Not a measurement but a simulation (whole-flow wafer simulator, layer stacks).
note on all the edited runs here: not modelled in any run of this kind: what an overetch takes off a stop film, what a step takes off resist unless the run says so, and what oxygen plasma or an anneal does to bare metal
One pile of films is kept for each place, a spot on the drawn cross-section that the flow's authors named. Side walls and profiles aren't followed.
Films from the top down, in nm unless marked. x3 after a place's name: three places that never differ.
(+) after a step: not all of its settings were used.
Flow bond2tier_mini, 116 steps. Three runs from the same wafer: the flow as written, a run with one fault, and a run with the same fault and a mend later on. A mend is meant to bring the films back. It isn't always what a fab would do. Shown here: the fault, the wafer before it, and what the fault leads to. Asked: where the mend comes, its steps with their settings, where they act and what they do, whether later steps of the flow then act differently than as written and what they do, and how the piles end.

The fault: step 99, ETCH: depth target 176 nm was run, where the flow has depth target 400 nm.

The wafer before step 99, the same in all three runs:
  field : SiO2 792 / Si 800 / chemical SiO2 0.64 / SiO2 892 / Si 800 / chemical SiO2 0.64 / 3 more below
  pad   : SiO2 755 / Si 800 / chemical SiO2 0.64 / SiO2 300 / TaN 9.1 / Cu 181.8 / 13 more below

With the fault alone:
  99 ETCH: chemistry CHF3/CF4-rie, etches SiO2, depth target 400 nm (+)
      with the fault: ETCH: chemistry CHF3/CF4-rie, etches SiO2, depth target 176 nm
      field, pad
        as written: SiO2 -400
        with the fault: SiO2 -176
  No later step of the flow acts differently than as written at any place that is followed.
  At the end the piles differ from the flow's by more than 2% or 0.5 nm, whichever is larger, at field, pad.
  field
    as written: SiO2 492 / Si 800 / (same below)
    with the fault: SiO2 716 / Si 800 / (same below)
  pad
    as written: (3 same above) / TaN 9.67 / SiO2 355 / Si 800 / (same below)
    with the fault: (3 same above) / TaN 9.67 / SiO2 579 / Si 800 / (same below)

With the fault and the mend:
  The mend comes after step 99.
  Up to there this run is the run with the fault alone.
  99a ETCH: chemistry CHF3/CF4-rie, etches SiO2, depth target 224 nm (+) (the flow's step 99 once more, with other settings)
      field, pad
        SiO2 -224
  No later step of the flow acts differently than as written at any place that is followed.
  At the end the piles are the same as the flow's at every place that both follow.
